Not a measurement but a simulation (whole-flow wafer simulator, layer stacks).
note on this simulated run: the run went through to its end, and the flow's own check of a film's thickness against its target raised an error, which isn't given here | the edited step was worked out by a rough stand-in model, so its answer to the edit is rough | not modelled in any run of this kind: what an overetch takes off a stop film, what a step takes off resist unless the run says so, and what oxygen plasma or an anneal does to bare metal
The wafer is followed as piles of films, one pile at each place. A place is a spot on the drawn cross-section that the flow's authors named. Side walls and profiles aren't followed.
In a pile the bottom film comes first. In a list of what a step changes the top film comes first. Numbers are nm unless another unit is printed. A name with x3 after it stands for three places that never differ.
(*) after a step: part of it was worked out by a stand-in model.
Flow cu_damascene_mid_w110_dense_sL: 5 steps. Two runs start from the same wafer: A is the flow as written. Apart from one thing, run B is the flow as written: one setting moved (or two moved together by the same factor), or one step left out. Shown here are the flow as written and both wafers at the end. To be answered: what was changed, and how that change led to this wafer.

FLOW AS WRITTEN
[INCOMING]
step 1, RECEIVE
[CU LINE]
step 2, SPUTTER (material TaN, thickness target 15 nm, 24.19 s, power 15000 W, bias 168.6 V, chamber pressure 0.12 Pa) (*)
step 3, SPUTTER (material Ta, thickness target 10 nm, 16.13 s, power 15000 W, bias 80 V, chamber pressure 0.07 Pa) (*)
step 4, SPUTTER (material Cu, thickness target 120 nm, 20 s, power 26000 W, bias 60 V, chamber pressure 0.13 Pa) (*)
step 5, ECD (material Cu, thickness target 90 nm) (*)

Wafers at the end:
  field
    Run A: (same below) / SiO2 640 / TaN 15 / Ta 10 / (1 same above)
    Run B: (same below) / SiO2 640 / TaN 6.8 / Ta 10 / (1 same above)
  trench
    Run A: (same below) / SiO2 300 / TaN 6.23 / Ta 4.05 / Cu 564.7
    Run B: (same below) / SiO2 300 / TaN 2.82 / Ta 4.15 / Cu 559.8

Cause: step 2, SPUTTER: thickness target 6.8 nm was run, whereas the flow has thickness target 15 nm; step 2, SPUTTER: 10.89 s was run, where the flow has 24.19 s.
The wafer lets one read it off: field has TaN 6.8, and step 2 as written asks for 15 nm.

The path from the change to this, step by step:
  step 2, SPUTTER (material TaN, thickness target 15 nm, 24.19 s, power 15000 W, bias 168.6 V, chamber pressure 0.12 Pa) (*)
      field: A +15 TaN (new film) | B +6.8 TaN (new film)
      trench: A +6.23 TaN (new film) | B +2.82 TaN (new film)
  step 4, SPUTTER (material Cu, thickness target 120 nm, 20 s, power 26000 W, bias 60 V, chamber pressure 0.13 Pa) (*)
      trench: A +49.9 Cu (new film) | B +51.3 Cu (new film)
